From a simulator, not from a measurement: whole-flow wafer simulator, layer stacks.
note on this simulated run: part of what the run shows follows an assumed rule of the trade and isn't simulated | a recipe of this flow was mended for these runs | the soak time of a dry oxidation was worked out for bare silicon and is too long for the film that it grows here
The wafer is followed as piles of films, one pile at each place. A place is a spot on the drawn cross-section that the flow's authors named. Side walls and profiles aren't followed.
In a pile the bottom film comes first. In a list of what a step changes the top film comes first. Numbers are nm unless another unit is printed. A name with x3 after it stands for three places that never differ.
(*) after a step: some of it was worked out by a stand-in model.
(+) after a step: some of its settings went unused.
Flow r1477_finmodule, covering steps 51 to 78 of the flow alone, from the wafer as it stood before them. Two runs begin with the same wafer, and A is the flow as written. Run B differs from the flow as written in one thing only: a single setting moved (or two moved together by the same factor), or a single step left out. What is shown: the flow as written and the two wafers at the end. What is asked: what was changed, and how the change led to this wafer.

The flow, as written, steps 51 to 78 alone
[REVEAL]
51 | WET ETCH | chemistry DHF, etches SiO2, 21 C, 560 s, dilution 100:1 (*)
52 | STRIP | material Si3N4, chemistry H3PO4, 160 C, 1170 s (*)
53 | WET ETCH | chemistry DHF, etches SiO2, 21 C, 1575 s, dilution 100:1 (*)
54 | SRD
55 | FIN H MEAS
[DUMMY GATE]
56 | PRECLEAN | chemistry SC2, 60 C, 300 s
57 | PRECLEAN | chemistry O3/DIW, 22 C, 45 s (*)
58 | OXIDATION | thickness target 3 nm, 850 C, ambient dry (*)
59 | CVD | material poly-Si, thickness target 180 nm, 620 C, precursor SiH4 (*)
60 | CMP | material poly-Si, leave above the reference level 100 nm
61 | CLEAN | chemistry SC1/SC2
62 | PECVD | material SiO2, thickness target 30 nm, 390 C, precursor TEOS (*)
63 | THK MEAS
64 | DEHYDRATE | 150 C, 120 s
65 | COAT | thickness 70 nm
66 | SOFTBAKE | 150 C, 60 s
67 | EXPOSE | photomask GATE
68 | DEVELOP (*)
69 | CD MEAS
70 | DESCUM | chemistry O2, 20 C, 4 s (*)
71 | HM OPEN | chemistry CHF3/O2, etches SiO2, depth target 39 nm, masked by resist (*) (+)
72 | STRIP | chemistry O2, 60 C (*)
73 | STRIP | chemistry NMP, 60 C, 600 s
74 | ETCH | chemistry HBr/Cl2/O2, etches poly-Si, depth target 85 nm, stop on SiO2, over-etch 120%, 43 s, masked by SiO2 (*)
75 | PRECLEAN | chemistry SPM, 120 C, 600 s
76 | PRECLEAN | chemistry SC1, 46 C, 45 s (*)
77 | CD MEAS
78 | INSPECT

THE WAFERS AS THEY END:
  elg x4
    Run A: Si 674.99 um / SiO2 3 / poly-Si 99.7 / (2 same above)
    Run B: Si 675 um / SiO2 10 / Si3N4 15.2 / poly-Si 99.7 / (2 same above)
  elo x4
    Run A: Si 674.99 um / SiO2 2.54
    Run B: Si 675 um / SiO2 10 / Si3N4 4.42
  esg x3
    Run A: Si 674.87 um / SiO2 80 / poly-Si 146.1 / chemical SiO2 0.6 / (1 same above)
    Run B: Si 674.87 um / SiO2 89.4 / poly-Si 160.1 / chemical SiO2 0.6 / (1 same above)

Cause: step 51, WET ETCH: 371 s was run, though the flow has 560 s.

Step by step, how the change led to this:
  51 | WET ETCH | chemistry DHF, etches SiO2, 21 C, 560 s, dilution 100:1 (*)
      elg x4, elo x4: A SiO2 loses 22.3 (all of it), Si3N4 loses 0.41 | B SiO2 loses 18.6
      esg x3, e200sg, s40cg x3, s40sg x3, eso x3, e200so, s40co x3, s40so x3: A SiO2 loses 28.1 | B SiO2 loses 18.6
      (as well as at 8 more places)
  52 | STRIP | material Si3N4, chemistry H3PO4, 160 C, 1170 s (*)
      elg x4, elo x4: A Si3N4 loses 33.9 (all of it), SiO2 loses 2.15 | B SiO2 loses 3.66 (all of it), Si3N4 loses 14.8
  53 | WET ETCH | chemistry DHF, etches SiO2, 21 C, 1575 s, dilution 100:1 (*)
      elg x4, elo x4: A SiO2 loses 7.85 (all of it) | B Si3N4 loses 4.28
  57 | PRECLEAN | chemistry O3/DIW, 22 C, 45 s (*)
      elg x4, elo x4: A chemical SiO2 gains 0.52, Si loses 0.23 | B nothing
  58 | OXIDATION | thickness target 3 nm, 850 C, ambient dry (*)
      elg x4, elo x4: A SiO2 gains 3 (new film), chemical SiO2 loses 0.85 (all of it), Si loses 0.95 | B nothing
  59 | CVD | material poly-Si, thickness target 180 nm, 620 C, precursor SiH4 (*)
      s40cg x3, s40sg x3, s40co x3, s40so x3: A poly-Si gains 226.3 (new film) | B poly-Si gains 216.8 (new film)
      esg x3, eso x3: A poly-Si gains 226.3 (new film) | B poly-Si gains 240.3 (new film)
      (as well as at 2 more places)
  60 | CMP | material poly-Si, leave above the reference level 100 nm
      s40cg x3, s40sg x3, s40sg_line x3, s40co x3, s40so x3, s40so_line x3: A poly-Si loses 80 | B poly-Si loses 56.5
      pad, padg: A poly-Si loses 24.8 | B poly-Si loses 11.5
      (as well as at 2 more places)
  74 | ETCH | chemistry HBr/Cl2/O2, etches poly-Si, depth target 85 nm, stop on SiO2, over-etch 120%, 43 s, masked by SiO2 (*)
      elo x4: A chemical SiO2 loses 1.12 (all of it), poly-Si loses 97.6 (all of it), SiO2 loses 0.45 | B chemical SiO2 loses 1.12 (all of it), poly-Si loses 97.6 (all of it), Si3N4 loses 10.8
      eso x3, e200so, s40co x3, s40so x3: A chemical SiO2 loses 1.12 (all of it), poly-Si loses 143.9 (all of it), SiO2 loses 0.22 | B chemical SiO2 loses 1.12 (all of it), poly-Si loses 157.9 (all of it), SiO2 loses 0.15
      (as well as at 4 more places)
